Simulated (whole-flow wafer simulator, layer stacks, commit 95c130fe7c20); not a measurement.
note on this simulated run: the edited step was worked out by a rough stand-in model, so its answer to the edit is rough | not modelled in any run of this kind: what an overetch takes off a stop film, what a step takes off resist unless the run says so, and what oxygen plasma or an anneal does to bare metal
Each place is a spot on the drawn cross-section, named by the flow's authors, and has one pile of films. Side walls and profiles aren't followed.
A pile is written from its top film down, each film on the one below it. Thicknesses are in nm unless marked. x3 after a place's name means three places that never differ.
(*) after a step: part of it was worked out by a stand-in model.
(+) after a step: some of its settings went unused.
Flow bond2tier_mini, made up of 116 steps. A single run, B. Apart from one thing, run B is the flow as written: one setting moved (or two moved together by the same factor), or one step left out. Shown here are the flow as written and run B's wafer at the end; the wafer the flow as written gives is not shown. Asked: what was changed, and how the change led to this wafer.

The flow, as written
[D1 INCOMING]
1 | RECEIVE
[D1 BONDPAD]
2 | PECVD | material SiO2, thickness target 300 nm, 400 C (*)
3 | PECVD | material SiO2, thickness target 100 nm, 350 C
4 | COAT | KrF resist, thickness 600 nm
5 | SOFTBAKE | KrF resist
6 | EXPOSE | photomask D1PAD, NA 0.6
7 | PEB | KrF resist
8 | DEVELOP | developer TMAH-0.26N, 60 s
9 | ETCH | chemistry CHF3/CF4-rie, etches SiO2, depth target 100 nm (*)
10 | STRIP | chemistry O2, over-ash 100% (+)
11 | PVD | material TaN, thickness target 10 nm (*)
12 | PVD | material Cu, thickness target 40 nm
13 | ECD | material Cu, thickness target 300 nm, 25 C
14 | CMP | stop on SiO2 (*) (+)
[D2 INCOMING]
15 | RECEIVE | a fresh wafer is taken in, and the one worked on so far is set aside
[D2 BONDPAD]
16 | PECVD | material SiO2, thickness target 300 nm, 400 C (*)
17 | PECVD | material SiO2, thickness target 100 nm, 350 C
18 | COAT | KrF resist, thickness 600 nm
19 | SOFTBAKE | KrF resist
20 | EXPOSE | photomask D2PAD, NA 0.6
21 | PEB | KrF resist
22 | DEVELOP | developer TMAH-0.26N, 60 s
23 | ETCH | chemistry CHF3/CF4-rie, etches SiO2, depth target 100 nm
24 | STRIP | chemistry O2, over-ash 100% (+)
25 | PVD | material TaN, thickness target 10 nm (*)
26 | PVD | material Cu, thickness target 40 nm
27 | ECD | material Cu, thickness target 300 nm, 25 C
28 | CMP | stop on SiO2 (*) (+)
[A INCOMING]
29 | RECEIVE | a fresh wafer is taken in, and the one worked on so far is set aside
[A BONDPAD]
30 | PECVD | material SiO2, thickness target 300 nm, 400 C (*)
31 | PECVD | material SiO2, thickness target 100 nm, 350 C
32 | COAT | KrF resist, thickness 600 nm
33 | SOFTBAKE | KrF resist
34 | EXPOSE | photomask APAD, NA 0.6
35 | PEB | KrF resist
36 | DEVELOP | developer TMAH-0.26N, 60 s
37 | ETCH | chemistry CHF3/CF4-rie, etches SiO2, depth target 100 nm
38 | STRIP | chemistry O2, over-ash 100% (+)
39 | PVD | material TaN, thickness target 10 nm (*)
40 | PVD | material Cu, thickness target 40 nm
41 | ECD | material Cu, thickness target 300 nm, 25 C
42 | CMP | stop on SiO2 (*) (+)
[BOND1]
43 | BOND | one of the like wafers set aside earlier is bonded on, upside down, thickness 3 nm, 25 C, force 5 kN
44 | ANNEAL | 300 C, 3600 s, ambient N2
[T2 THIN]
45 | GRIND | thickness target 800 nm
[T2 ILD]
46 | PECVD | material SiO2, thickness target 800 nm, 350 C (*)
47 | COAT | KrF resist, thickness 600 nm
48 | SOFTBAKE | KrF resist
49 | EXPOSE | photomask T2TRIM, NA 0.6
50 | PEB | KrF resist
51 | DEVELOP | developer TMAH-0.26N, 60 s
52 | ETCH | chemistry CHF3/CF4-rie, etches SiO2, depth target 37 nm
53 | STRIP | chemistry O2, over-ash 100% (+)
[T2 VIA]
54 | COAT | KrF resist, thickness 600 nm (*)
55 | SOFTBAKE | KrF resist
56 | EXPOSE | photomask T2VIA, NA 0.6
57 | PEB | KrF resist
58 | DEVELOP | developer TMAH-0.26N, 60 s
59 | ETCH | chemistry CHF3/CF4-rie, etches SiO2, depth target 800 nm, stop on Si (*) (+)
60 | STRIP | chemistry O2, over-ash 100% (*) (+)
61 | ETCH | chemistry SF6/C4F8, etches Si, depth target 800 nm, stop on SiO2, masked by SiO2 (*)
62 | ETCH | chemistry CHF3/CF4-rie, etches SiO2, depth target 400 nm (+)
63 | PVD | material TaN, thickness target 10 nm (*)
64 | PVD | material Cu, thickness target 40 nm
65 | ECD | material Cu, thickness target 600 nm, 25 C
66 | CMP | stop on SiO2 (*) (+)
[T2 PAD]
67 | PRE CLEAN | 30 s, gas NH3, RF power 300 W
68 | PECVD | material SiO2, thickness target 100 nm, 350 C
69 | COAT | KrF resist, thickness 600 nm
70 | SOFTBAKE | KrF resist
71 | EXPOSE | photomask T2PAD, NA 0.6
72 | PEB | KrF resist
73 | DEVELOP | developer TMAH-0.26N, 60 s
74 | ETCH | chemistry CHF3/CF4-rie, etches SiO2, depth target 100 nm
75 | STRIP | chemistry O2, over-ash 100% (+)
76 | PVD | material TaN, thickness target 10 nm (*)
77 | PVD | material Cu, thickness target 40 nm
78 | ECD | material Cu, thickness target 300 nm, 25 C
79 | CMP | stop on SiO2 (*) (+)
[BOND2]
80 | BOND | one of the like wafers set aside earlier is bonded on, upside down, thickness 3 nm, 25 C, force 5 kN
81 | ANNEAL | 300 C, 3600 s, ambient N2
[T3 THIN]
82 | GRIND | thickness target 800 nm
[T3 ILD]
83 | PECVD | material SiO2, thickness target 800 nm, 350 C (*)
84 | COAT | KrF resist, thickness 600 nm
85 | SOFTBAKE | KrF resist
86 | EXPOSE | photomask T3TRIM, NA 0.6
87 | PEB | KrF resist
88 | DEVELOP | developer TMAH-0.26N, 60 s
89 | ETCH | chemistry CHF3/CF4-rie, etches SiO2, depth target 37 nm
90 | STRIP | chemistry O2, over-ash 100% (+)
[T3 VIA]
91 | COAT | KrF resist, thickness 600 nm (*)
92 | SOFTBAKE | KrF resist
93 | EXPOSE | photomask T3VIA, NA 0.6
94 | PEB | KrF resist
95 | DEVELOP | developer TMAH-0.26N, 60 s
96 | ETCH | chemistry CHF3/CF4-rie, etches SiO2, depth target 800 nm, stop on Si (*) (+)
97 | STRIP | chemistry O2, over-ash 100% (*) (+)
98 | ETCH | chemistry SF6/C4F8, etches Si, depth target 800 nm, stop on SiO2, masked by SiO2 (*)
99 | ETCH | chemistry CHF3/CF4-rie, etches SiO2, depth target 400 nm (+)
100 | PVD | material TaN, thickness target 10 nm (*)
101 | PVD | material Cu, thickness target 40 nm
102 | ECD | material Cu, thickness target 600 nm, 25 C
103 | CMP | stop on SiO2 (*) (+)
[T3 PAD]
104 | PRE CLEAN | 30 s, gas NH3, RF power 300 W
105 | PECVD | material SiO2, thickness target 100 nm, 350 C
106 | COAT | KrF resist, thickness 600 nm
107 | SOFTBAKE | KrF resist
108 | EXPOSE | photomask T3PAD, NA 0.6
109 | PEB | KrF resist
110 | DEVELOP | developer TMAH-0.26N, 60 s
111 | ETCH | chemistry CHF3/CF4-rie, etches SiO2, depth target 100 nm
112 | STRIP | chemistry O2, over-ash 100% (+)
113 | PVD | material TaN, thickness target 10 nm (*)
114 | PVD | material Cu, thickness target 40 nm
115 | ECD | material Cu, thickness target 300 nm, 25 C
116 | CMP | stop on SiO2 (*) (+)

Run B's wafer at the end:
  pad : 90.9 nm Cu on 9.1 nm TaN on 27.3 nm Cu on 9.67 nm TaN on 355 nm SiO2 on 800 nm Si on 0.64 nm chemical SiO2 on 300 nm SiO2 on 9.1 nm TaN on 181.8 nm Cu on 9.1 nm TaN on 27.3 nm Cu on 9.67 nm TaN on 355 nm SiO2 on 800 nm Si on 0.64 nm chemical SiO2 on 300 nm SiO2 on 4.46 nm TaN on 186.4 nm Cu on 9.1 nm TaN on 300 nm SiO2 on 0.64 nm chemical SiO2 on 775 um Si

Cause: step 11, PVD: thickness target 4.9 nm was run, while the flow as written has thickness target 10 nm.

Step by step, how the change led to this:
  11 | PVD | material TaN, thickness target 10 nm (*)
      field: +4.9 TaN (new film) (as written it would have been: +10 TaN (new film))
      pad: +4.46 TaN (new film) (as written it would have been: +9.1 TaN (new film))
      (and at 1 other place as well)
  14 | CMP | stop on SiO2 (*) (+)
      field: -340 Cu (all of it), -4.9 TaN (all of it) (as written it would have been: -340 Cu (all of it), -10 TaN (all of it))
  43 | BOND | one of the like wafers set aside earlier is bonded on, upside down, thickness 3 nm, 25 C, force 5 kN
      pad: +775 um Si (new film), +0.64 chemical SiO2 (new film), +300 SiO2 (new film), +4.46 TaN (new film), +95.5 Cu (as written it would have been: +775 um Si (new film), +0.64 chemical SiO2 (new film), +300 SiO2 (new film), +9.1 TaN (new film), +90.9 Cu)
      via: +775 um Si (new film), +0.64 chemical SiO2 (new film), +300 SiO2 (new film), +4.89 TaN (new film), +95.1 Cu (as written it would have been: +775 um Si (new film), +0.64 chemical SiO2 (new film), +300 SiO2 (new film), +9.97 TaN (new film), +90 Cu)
